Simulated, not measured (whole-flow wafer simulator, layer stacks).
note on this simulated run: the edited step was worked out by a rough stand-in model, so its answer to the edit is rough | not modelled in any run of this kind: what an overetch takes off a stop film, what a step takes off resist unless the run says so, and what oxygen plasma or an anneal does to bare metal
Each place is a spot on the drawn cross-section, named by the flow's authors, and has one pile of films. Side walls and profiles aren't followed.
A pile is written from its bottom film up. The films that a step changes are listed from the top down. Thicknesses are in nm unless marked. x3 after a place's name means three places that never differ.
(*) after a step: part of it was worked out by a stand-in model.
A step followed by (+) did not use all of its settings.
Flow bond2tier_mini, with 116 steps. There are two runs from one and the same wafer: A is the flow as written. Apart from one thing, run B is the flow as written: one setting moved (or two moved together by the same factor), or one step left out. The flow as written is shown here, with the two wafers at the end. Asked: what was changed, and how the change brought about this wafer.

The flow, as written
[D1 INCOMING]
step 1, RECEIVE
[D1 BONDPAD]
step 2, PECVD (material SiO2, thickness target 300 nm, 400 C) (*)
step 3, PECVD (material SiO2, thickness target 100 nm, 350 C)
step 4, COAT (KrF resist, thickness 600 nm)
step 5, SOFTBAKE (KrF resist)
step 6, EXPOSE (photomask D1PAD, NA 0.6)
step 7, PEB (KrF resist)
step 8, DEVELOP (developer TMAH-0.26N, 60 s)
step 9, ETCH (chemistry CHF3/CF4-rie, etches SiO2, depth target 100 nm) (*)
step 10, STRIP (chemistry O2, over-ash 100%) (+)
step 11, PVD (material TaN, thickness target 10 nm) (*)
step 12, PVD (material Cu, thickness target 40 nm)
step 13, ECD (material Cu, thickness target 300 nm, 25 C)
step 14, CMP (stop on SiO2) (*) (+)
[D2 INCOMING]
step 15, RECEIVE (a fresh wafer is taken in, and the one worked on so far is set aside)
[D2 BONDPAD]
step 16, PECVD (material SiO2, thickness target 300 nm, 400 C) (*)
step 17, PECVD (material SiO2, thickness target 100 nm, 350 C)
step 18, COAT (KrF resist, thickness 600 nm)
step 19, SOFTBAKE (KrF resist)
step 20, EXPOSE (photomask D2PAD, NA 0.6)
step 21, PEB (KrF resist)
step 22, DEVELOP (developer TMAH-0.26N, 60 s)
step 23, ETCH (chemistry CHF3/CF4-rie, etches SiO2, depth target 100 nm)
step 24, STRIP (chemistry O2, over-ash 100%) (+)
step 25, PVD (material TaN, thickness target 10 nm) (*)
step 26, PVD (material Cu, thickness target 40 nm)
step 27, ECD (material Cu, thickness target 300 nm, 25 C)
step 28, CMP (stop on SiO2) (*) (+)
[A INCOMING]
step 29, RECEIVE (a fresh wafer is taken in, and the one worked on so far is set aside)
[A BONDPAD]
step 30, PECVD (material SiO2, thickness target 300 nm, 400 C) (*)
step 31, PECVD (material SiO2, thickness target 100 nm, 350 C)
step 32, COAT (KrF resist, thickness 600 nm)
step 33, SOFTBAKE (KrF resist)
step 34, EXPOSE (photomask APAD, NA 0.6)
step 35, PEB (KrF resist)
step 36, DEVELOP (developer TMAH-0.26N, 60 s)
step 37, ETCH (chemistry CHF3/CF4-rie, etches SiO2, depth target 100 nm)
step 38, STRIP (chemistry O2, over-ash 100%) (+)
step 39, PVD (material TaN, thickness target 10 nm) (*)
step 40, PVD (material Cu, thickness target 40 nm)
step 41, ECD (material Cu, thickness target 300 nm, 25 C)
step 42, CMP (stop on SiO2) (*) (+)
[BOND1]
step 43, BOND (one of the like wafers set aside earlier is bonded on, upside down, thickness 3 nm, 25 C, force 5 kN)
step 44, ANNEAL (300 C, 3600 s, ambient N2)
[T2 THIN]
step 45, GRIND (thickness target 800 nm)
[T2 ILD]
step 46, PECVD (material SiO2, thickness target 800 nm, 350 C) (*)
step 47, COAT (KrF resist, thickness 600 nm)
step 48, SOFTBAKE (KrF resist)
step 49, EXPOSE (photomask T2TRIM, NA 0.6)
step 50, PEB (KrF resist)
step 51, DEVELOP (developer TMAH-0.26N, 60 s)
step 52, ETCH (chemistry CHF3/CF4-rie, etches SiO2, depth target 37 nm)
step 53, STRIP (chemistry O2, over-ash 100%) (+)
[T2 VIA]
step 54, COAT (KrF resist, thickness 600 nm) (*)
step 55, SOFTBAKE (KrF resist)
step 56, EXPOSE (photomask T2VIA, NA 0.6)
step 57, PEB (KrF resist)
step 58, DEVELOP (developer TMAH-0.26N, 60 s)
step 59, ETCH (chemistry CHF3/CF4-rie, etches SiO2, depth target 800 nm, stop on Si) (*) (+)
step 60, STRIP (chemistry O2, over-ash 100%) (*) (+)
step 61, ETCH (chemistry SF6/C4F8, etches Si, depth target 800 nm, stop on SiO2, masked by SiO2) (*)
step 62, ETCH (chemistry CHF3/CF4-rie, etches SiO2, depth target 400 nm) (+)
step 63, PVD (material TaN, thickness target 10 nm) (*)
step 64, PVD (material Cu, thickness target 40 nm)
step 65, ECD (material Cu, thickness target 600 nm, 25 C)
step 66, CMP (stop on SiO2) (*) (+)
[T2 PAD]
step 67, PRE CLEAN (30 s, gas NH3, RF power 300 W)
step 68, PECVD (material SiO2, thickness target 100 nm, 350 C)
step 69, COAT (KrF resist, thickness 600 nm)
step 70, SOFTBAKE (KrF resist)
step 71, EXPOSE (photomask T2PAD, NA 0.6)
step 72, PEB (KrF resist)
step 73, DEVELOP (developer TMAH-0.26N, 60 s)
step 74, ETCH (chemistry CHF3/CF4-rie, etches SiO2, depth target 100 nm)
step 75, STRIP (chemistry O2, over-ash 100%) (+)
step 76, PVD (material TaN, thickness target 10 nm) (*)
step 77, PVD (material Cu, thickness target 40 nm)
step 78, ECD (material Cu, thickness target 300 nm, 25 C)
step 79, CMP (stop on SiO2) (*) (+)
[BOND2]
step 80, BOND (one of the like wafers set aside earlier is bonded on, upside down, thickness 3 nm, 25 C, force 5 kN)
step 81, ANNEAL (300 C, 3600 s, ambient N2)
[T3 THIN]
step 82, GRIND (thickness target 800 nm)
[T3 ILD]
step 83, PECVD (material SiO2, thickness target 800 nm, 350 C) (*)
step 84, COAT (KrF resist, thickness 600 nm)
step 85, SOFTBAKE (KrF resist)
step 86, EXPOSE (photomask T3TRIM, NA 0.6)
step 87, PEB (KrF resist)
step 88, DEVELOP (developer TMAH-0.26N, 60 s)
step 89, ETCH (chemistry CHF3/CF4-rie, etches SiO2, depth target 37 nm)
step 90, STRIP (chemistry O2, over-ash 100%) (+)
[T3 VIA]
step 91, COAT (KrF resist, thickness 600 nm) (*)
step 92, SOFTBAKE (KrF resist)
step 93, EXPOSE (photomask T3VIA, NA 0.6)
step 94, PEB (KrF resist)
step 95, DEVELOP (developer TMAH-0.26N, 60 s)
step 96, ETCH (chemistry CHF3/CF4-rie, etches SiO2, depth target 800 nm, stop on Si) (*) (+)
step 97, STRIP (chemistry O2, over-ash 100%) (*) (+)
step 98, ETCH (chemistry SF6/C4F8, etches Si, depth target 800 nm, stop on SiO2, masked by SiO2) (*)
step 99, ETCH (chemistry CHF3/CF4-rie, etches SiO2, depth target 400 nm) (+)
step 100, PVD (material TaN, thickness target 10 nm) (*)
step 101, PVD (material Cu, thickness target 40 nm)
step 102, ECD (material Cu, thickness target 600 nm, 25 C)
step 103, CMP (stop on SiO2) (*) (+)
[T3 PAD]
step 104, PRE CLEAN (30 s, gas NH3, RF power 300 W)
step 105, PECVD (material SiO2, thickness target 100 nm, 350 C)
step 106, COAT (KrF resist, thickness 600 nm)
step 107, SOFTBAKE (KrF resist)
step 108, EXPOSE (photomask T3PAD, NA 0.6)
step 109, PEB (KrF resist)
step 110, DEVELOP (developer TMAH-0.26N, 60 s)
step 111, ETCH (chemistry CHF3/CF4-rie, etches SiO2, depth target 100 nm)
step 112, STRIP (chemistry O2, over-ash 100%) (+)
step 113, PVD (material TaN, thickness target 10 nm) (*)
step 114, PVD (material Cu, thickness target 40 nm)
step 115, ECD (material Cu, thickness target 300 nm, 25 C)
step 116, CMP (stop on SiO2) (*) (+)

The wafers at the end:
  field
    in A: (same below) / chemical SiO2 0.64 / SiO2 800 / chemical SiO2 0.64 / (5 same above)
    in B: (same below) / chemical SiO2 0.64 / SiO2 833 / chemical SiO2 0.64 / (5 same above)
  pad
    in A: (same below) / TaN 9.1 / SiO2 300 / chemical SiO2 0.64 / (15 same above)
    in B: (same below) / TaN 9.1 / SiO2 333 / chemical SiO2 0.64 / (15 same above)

The reason: step 2, PECVD: thickness target 333 nm was run, whereas the flow has thickness target 300 nm.
The wafer itself shows it: pad has SiO2 333, and step 2 as written asks for 300 nm.

How this came from the change, step by step:
  step 2, PECVD (material SiO2, thickness target 300 nm, 400 C) (*)
      field, pad, via: A +300 SiO2 (new film) | B +333 SiO2 (new film)
  step 43, BOND (one of the like wafers set aside earlier is bonded on, upside down, thickness 3 nm, 25 C, force 5 kN)
      field: A +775 um Si (new film), +0.64 chemical SiO2 (new film), +400 SiO2 | B +775 um Si (new film), +0.64 chemical SiO2 (new film), +433 SiO2
      pad: A +775 um Si (new film), +0.64 chemical SiO2 (new film), +300 SiO2 (new film), +9.1 TaN (new film), +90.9 Cu | B +775 um Si (new film), +0.64 chemical SiO2 (new film), +333 SiO2 (new film), +9.1 TaN (new film), +90.9 Cu
      (as well as at 1 more place)
